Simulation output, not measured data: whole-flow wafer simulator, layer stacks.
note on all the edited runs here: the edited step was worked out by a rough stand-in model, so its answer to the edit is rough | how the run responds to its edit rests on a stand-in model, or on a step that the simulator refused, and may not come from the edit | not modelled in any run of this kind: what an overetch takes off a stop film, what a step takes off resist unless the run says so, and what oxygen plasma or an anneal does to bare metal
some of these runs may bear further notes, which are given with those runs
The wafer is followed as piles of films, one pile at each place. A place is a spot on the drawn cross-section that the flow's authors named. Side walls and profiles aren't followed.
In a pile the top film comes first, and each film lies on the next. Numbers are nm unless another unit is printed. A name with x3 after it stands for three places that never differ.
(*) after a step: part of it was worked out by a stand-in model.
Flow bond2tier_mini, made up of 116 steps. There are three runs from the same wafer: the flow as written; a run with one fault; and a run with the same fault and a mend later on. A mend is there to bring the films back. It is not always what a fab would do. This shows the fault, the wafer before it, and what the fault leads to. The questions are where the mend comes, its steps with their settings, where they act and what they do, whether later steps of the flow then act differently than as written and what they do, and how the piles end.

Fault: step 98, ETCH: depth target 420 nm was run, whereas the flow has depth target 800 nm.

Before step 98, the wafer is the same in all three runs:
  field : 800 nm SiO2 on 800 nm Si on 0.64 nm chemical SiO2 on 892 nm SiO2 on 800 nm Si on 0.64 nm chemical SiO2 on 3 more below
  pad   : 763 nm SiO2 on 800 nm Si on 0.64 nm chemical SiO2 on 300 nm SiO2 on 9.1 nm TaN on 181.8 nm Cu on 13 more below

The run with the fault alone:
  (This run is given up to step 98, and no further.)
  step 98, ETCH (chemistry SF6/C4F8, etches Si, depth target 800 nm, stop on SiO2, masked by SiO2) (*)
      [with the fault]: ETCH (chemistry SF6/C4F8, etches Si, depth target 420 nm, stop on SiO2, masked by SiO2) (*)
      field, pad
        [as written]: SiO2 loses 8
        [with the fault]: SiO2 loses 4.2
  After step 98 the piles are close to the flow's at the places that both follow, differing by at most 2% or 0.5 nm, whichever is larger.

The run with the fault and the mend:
  After step 98 comes the mend.
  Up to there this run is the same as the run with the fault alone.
  step 98a, ETCH (chemistry SF6/C4F8, etches Si, depth target 380 nm, stop on SiO2, masked by SiO2) (*) (the flow's step 98, run once more with other settings)
      field, pad
        SiO2 loses 3.8
  Every later step of the flow that is run acts as written at every place that is followed.
  By the end, the piles equal the flow's at every place that both follow.
